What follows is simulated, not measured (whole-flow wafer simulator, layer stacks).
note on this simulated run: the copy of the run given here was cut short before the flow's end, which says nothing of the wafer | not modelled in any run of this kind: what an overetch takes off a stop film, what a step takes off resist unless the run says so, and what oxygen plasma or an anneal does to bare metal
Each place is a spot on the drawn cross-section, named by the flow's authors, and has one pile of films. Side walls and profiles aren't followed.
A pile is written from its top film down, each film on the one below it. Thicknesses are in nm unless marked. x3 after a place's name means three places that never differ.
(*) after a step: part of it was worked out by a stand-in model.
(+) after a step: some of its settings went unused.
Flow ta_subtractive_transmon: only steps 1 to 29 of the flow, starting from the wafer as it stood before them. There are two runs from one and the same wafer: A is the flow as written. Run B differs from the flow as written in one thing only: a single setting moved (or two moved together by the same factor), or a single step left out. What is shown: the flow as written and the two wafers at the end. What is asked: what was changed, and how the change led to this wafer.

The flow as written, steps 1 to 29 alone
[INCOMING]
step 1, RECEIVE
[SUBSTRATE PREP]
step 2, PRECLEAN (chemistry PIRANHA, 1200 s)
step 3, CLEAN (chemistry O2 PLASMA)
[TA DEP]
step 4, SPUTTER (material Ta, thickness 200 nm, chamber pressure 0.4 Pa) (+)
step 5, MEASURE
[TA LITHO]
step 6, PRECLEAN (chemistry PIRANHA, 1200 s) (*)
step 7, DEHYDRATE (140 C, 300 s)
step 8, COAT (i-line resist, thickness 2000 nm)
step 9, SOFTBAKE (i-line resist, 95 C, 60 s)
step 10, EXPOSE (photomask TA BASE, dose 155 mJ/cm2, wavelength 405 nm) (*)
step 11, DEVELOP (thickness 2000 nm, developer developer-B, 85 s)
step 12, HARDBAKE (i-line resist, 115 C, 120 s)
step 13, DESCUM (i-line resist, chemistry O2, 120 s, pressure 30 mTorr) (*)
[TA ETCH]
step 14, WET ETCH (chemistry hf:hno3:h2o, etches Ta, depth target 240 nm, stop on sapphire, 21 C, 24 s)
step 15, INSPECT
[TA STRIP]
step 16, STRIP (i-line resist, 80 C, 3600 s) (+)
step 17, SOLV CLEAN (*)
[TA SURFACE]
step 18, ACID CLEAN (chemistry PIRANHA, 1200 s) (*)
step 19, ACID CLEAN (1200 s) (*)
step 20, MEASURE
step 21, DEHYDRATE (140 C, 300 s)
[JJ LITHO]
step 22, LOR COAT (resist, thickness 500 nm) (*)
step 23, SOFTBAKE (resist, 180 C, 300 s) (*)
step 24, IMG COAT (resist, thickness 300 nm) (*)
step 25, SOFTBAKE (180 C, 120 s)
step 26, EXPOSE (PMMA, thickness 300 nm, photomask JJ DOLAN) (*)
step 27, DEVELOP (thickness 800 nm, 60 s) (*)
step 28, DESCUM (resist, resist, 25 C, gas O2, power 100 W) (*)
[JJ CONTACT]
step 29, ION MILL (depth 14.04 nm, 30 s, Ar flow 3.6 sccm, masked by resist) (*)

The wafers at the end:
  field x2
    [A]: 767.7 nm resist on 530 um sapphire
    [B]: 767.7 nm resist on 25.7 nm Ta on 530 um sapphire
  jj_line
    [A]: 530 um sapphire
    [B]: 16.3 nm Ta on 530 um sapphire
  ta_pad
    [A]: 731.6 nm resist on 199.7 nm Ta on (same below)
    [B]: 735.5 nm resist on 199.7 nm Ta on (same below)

The reason: step 14, WET ETCH: depth target 174 nm was run, while the flow as written has depth target 240 nm; step 14, WET ETCH: 17.4 s was run, where the flow has 24 s.

Step by step, how the change led to this:
  step 14, WET ETCH (chemistry hf:hno3:h2o, etches Ta, depth target 240 nm, stop on sapphire, 21 C, 24 s)
      field x2, jj_line, lead: A Ta loses 200 (all of it) | B Ta loses 174
  step 29, ION MILL (depth 14.04 nm, 30 s, Ar flow 3.6 sccm, masked by resist) (*)
      jj_line, lead: A sapphire loses 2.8 | B Ta loses 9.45
Taking metal films that touch as one body, field x2 has 1 body; the flow as written gives 0 bodies.
Taking metal films that touch as one body, jj_line has 1 body; the flow as written gives 0 bodies.
